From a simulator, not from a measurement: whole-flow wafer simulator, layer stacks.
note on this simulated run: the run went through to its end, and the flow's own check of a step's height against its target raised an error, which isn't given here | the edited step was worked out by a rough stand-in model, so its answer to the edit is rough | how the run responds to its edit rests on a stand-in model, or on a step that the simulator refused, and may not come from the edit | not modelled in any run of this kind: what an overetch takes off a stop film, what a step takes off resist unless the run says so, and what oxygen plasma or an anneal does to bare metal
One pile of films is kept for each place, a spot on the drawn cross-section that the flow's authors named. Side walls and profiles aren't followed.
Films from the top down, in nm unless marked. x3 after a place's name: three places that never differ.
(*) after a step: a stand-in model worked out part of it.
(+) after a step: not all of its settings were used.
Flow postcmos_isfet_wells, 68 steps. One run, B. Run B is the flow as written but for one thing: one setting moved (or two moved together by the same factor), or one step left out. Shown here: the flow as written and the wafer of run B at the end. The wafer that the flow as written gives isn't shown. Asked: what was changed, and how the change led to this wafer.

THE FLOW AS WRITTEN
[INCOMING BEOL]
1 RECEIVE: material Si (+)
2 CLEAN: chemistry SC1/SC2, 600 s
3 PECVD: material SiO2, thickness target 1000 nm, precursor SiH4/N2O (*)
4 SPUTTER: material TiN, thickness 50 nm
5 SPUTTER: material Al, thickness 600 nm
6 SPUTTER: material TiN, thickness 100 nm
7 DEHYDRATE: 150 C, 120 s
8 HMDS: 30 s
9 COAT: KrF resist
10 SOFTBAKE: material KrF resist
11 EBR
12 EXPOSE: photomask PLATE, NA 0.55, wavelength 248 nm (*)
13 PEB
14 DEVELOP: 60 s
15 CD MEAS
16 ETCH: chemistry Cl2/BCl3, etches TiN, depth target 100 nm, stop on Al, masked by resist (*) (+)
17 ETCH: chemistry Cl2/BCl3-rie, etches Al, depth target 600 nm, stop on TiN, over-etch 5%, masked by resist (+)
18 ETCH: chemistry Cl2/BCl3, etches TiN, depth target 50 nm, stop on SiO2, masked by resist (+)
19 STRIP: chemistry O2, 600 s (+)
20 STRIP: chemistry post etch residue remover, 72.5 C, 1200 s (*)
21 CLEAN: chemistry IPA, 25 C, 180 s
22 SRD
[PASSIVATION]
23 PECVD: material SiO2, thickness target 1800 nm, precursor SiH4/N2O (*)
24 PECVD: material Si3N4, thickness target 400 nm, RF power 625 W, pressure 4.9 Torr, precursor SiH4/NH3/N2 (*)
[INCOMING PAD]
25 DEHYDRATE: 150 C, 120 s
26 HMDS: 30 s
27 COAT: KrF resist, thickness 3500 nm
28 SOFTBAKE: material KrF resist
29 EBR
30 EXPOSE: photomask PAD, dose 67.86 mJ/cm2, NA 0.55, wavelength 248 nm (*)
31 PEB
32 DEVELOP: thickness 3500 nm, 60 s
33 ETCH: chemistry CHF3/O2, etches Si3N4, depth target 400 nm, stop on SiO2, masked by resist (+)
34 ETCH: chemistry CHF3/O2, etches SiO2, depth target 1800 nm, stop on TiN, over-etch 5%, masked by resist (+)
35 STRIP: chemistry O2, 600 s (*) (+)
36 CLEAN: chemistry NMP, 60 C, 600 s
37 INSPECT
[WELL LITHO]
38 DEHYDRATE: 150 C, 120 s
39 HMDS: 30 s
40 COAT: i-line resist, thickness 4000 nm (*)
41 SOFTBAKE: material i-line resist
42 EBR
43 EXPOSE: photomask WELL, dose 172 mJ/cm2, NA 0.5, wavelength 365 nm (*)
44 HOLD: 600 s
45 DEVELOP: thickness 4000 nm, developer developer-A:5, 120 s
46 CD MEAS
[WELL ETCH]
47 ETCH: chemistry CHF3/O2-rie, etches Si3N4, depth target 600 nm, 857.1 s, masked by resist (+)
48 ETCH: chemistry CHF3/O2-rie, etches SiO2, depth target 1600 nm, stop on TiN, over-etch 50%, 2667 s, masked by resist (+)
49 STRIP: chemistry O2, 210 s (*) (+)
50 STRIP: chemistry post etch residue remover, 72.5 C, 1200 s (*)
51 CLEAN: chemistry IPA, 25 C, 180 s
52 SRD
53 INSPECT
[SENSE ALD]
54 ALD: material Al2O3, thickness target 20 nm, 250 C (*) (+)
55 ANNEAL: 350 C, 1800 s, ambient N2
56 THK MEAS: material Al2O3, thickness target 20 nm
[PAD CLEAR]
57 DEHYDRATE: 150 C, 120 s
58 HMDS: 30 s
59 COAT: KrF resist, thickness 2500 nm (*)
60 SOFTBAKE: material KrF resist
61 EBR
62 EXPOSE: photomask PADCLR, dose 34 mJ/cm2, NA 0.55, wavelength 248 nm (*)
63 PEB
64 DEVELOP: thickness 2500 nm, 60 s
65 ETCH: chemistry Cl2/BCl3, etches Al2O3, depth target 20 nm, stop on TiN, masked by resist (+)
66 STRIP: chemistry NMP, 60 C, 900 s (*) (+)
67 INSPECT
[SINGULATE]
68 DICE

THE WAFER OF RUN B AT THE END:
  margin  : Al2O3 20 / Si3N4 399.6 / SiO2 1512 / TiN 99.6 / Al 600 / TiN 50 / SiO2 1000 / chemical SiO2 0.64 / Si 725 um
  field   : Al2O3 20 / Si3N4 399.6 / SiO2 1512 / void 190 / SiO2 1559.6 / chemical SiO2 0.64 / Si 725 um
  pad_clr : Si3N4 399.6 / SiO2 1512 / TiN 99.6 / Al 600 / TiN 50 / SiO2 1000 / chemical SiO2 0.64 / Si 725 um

The cause: step 23, PECVD: thickness target 1512 nm was run, where the flow has thickness target 1800 nm.
It can be read off the wafer: margin has SiO2 1512, and step 23 as written asks for 1800 nm.

How the change led to this, step by step:
  23 PECVD: material SiO2, thickness target 1800 nm, precursor SiH4/N2O (*)
      margin, well900, well1300 x3, pad_rim, pad_clr, pad_open: SiO2 +1512 (new film) (as written it would be: SiO2 +1800 (new film))
      field: SiO2 +1512 (new film), void +190 (new film), SiO2 +559.6 (as written it would be: SiO2 +1800 (new film), void +189.9 (new film), SiO2 +559.7)
  34 ETCH: chemistry CHF3/O2, etches SiO2, depth target 1800 nm, stop on TiN, over-etch 5%, masked by resist (+)
      field, margin, well900, well1300 x3, pad_rim, pad_clr: KrF resist -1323 (as written it would be: KrF resist -1500)
      pad_open: SiO2 -1512 (all of it) (as written it would be: SiO2 -1800 (all of it))
  35 STRIP: chemistry O2, 600 s (*) (+)
      field, margin, well900, well1300 x3, pad_rim, pad_clr: KrF resist -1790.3 (all of it) (as written it would be: KrF resist -1613.3 (all of it))
  40 COAT: i-line resist, thickness 4000 nm (*)
      pad_clr: i-line resist +3347.5 (new film) (as written it would be: i-line resist +3256.8 (new film))
      pad_open: i-line resist +4700.9 (new film) (as written it would be: i-line resist +4804.7 (new film))
  41 SOFTBAKE: material i-line resist
      pad_clr: i-line resist -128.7 (as written it would be: i-line resist -156.7)
      pad_open: i-line resist +102.5 (as written it would be: i-line resist +115.3)
  48 ETCH: chemistry CHF3/O2-rie, etches SiO2, depth target 1600 nm, stop on TiN, over-etch 50%, 2667 s, masked by resist (+)
      well900, well1300 x3: SiO2 -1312 (all of it) (as written it would be: SiO2 -1600 (all of it))
  49 STRIP: chemistry O2, 210 s (*) (+)
      pad_clr: i-line resist -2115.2 (all of it) (as written it would be: i-line resist -1996.5 (all of it))
      pad_open: i-line resist -3699.7 (all of it) (as written it would be: i-line resist -3816.3 (all of it))
  59 COAT: KrF resist, thickness 2500 nm (*)
      field: KrF resist +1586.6 (new film) (as written it would be: KrF resist +1449 (new film))
      margin: KrF resist +1586.5 (new film) (as written it would be: KrF resist +1448.9 (new film))
      (and at 3 more places)
  63 PEB
      field, margin: KrF resist -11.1 (as written it would be: KrF resist -10.1)
      pad_clr: KrF resist -12.5 (as written it would be: KrF resist -11.8)
  64 DEVELOP: thickness 2500 nm, 60 s
      pad_clr: KrF resist -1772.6 (all of it) (as written it would be: KrF resist -1676 (all of it))
      pad_open: KrF resist -2973.1 (all of it) (as written it would be: KrF resist -3045.1 (all of it))
  66 STRIP: chemistry NMP, 60 C, 900 s (*) (+)
      field, margin: KrF resist -1536.7 (all of it) (as written it would be: KrF resist -1400.1 (all of it))
      pad_rim: KrF resist -1988.6 (all of it) (as written it would be: KrF resist -1923.7 (all of it))
